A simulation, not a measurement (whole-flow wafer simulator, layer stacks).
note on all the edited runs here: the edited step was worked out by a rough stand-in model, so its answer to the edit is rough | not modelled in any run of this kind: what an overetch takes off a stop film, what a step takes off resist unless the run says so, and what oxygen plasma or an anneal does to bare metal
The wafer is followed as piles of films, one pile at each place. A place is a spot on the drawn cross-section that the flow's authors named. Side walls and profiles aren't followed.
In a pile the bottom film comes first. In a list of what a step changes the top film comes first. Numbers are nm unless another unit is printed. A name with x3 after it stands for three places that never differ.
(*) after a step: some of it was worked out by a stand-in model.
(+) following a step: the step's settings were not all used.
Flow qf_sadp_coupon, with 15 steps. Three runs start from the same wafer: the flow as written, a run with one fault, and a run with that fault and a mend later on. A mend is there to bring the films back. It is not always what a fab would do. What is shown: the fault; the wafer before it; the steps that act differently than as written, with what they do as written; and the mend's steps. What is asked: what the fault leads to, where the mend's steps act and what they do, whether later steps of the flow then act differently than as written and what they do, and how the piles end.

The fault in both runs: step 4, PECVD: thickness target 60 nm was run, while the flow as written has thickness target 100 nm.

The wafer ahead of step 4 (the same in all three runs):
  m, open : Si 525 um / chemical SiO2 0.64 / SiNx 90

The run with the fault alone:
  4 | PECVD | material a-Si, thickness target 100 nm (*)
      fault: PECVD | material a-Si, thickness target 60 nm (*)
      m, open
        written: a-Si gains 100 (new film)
        fault: a-Si gains 60 (new film)
  Later steps of the flow acting differently than as written:
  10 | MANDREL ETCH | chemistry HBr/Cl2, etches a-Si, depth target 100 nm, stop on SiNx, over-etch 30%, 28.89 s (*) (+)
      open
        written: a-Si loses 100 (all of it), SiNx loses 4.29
        fault: a-Si loses 60 (all of it), SiNx loses 10
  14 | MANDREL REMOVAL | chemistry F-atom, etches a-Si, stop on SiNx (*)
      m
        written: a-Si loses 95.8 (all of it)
        fault: a-Si loses 55.8 (all of it)
  At open, the piles at the end differ from the flow's by more than 2% or 0.5 nm, whichever is larger.
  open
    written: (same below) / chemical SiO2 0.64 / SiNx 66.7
    fault: (same below) / chemical SiO2 0.64 / SiNx 61

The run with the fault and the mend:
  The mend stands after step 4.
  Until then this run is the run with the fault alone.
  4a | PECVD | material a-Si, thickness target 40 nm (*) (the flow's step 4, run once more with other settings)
      m, open
        a-Si gains 40
  None of the later steps of the flow acts differently than as written at any place that is followed.
  The piles end the same as the flow's at every place that both follow.
